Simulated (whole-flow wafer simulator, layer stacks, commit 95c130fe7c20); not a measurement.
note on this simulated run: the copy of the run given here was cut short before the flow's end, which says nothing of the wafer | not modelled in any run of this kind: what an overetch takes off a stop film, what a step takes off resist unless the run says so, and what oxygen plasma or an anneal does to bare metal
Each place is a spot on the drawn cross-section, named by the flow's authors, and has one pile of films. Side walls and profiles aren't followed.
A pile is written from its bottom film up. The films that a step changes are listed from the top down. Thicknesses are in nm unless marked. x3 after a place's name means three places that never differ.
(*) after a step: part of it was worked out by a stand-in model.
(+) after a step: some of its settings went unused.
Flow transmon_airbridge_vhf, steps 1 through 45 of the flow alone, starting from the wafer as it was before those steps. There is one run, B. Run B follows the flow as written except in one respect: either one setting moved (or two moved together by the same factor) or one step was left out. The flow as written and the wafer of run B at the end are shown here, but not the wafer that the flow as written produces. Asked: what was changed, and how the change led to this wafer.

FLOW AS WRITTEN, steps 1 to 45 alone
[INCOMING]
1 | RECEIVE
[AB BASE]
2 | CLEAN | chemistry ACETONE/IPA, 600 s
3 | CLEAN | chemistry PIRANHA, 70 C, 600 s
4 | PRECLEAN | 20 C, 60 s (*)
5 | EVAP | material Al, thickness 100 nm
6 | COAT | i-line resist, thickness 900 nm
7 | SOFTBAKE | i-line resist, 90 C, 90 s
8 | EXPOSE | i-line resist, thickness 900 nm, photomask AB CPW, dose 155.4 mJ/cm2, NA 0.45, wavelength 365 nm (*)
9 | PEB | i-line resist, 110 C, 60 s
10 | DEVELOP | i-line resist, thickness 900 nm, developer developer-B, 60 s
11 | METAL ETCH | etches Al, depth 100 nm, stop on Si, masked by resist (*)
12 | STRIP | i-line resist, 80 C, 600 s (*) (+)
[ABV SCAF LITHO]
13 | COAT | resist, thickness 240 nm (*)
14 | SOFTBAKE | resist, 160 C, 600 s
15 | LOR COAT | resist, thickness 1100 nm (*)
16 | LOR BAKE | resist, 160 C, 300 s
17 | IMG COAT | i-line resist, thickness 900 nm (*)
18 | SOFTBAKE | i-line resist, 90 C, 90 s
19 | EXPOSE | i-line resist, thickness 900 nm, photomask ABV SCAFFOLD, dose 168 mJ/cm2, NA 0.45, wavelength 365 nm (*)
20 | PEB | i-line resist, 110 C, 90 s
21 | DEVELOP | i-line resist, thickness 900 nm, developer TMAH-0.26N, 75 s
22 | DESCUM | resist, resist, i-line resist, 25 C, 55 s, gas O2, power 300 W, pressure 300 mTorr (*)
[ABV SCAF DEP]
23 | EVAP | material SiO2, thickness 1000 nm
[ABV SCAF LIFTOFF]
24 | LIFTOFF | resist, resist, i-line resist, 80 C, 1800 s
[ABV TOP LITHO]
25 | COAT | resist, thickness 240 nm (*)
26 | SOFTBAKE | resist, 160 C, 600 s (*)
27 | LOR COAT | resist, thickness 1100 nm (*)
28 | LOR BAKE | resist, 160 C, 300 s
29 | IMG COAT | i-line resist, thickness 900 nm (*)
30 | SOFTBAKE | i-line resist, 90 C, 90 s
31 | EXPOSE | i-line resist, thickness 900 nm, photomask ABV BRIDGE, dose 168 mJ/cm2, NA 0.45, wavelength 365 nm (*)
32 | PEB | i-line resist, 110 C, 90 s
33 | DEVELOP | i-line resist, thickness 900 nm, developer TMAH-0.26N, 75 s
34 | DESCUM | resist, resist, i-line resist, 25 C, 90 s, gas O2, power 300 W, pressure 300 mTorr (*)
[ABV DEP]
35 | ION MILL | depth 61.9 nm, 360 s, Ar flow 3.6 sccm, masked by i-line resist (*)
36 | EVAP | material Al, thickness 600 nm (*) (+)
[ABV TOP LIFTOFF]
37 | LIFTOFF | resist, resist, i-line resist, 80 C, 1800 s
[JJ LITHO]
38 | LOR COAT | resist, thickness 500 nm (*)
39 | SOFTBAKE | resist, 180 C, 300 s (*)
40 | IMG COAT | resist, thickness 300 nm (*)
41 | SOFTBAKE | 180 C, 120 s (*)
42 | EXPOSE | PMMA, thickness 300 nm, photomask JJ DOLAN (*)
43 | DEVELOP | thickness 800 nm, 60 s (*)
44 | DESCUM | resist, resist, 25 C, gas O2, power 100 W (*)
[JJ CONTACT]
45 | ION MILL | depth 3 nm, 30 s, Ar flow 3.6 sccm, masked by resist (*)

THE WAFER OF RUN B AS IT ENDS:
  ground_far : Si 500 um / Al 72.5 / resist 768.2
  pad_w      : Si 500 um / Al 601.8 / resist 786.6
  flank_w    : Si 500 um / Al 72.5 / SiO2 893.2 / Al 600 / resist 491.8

Cause: step 5, EVAP: thickness 72.5 nm was run, while the flow as written has thickness 100 nm.
The wafer itself shows it: ground_far has Al 72.5, and step 5 as written asks for 100 nm.

Step by step, how the change led to this:
  5 | EVAP | material Al, thickness 100 nm
      field x3, jj_line, ground_far and 12 more: Al gains 72.5 (new film) (in the flow as written it would be: Al gains 100 (new film))
  11 | METAL ETCH | etches Al, depth 100 nm, stop on Si, masked by resist (*)
      field x3, jj_line, gap_w, gap_e: Al loses 72.5 (all of it) (in the flow as written it would be: Al loses 100 (all of it))
